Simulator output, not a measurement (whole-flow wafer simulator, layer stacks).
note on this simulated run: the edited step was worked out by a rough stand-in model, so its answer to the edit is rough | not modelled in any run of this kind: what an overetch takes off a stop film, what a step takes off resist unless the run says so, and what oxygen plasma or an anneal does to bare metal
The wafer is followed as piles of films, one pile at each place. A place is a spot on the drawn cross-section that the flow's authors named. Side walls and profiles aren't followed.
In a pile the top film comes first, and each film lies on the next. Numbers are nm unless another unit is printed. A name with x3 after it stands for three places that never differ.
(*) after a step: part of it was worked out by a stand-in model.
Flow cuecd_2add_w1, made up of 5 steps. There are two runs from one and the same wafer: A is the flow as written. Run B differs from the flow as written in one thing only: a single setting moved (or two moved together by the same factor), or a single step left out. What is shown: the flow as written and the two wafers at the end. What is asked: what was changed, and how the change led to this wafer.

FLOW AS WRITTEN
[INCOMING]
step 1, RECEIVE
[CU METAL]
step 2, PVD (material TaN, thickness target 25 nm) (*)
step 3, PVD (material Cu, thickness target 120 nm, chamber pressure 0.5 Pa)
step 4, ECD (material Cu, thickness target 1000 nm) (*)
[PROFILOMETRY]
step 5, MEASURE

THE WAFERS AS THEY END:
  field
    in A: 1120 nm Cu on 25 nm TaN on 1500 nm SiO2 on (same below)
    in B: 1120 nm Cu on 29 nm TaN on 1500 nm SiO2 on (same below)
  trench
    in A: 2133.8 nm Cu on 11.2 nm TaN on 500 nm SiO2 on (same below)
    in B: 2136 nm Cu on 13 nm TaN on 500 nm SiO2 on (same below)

The reason: step 2, PVD: thickness target 29 nm was run, while the flow as written has thickness target 25 nm.
The wafer itself shows it: field has TaN 29, and step 2 as written asks for 25 nm.

The path from the change to this, step by step:
  step 2, PVD (material TaN, thickness target 25 nm) (*)
      field: A +25 TaN (new film) | B +29 TaN (new film)
      trench: A +11.2 TaN (new film) | B +13 TaN (new film)
